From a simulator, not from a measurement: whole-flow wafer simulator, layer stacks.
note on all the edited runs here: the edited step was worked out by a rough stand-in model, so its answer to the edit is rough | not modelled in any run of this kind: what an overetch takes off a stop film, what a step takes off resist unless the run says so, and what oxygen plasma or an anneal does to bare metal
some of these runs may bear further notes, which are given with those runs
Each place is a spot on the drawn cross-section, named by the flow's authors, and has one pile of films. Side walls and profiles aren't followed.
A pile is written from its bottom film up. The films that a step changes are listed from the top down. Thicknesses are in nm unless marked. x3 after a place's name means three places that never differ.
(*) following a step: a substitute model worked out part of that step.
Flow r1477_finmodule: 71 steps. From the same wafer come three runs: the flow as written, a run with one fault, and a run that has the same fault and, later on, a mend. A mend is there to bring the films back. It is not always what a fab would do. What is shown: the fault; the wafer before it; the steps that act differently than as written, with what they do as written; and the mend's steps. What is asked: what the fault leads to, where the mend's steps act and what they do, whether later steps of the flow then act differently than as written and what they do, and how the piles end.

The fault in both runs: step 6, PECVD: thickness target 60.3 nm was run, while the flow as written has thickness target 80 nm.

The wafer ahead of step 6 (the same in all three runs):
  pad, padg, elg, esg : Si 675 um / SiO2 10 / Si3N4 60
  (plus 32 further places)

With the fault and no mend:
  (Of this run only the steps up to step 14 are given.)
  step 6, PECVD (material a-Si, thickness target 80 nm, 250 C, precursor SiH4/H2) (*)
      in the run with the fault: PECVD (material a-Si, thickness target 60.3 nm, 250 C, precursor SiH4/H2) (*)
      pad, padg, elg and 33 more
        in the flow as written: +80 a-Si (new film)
        in the run with the fault: +60.3 a-Si (new film)
  Every later step of the flow up to step 14 that is run acts as written at every place that is followed.
  After step 14, at pad, padg, elg and 33 more, the piles differ from the flow's by more than 2% or 0.5 nm, whichever is larger.
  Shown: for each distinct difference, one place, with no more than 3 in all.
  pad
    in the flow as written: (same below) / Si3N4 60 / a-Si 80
    in the run with the fault: (same below) / Si3N4 60 / a-Si 60.3
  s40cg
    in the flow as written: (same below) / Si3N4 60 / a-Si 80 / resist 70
    in the run with the fault: (same below) / Si3N4 60 / a-Si 60.3 / resist 70

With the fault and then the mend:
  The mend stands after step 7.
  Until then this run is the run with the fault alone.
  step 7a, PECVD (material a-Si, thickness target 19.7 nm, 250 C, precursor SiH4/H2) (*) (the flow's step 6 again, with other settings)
      pad, padg, elg and 33 more
        +19.7 a-Si
  Every later step of the flow that is run acts as written at every place that is followed.
  At every place that both follow, the piles at the end match the flow's.
